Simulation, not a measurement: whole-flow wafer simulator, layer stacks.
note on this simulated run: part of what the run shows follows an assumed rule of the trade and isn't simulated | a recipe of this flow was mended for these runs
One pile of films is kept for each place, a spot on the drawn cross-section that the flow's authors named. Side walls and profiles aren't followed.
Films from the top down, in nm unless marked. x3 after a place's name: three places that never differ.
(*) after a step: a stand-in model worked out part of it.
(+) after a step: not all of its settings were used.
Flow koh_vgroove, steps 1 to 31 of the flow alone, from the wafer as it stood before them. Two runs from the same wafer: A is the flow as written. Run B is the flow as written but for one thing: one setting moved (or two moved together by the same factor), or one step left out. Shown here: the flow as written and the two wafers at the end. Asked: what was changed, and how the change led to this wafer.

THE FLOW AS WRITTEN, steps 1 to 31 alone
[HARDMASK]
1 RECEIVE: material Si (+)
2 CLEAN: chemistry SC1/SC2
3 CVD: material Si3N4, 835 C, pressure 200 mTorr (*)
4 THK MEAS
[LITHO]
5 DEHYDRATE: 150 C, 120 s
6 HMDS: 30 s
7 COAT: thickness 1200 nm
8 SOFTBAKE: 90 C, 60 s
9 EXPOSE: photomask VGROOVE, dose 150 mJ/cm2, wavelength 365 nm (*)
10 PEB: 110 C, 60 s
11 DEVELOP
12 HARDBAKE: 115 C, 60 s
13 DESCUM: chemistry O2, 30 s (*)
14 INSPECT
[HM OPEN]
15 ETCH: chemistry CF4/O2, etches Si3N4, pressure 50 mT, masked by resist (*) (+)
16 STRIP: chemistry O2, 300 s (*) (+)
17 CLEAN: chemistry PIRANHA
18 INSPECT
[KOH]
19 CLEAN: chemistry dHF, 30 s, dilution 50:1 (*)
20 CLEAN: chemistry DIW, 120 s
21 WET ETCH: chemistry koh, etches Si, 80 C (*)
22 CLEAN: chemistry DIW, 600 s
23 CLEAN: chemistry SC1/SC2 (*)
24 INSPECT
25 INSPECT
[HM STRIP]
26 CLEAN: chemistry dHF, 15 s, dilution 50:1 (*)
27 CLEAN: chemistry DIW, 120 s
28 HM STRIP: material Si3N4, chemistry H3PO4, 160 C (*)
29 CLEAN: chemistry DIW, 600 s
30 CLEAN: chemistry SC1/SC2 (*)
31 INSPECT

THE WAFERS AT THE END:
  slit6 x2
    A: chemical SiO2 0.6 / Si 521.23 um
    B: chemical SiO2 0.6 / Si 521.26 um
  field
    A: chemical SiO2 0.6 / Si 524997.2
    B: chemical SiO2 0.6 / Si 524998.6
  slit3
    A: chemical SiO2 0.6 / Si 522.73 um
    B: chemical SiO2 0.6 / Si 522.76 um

The cause: step 3, CVD: pressure 272 mTorr was run, where the flow has pressure 200 mTorr.

How the change led to this, step by step:
  3 CVD: material Si3N4, 835 C, pressure 200 mTorr (*)
      field, slit3, slit2, slit6 x2: A Si3N4 +200 (new film) | B Si3N4 +227.7 (new film)
  15 ETCH: chemistry CF4/O2, etches Si3N4, pressure 50 mT, masked by resist (*) (+)
      slit3, slit2, slit6 x2: A Si3N4 -200 (all of it), chemical SiO2 -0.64 (all of it), Si -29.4 | B Si3N4 -227.7 (all of it), chemical SiO2 -0.64 (all of it), Si -1.61
  28 HM STRIP: material Si3N4, chemistry H3PO4, 160 C (*)
      field: A Si3N4 -198.7 (all of it), chemical SiO2 -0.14, Si -2.75 | B Si3N4 -226.5 (all of it), chemical SiO2 -0.14, Si -1.36
